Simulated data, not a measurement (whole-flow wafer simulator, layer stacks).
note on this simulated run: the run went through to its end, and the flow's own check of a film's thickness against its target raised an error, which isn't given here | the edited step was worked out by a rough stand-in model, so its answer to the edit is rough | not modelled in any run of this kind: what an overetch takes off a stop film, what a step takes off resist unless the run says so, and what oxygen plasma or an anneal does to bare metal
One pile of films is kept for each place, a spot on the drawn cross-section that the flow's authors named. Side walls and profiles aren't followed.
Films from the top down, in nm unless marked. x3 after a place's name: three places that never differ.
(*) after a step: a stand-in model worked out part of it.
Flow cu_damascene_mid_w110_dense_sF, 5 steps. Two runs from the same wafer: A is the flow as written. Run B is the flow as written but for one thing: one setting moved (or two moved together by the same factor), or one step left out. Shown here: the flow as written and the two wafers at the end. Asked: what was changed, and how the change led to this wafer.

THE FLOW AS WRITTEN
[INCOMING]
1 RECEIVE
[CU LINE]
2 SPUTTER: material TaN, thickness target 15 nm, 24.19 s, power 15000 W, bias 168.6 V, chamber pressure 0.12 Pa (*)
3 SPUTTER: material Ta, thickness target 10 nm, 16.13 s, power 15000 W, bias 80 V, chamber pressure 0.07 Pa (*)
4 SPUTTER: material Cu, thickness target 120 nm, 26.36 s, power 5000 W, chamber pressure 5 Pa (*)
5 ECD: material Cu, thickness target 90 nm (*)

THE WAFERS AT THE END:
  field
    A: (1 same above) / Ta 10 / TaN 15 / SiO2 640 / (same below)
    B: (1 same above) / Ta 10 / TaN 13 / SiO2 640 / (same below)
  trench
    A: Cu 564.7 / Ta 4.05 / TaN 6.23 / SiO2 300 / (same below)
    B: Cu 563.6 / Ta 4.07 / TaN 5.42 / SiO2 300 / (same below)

The cause: step 2, SPUTTER: power 13050 W was run, where the flow has power 15000 W.

How the change led to this, step by step:
  2 SPUTTER: material TaN, thickness target 15 nm, 24.19 s, power 15000 W, bias 168.6 V, chamber pressure 0.12 Pa (*)
      field: A TaN +15 (new film) | B TaN +13 (new film)
      trench: A TaN +6.23 (new film) | B TaN +5.42 (new film)
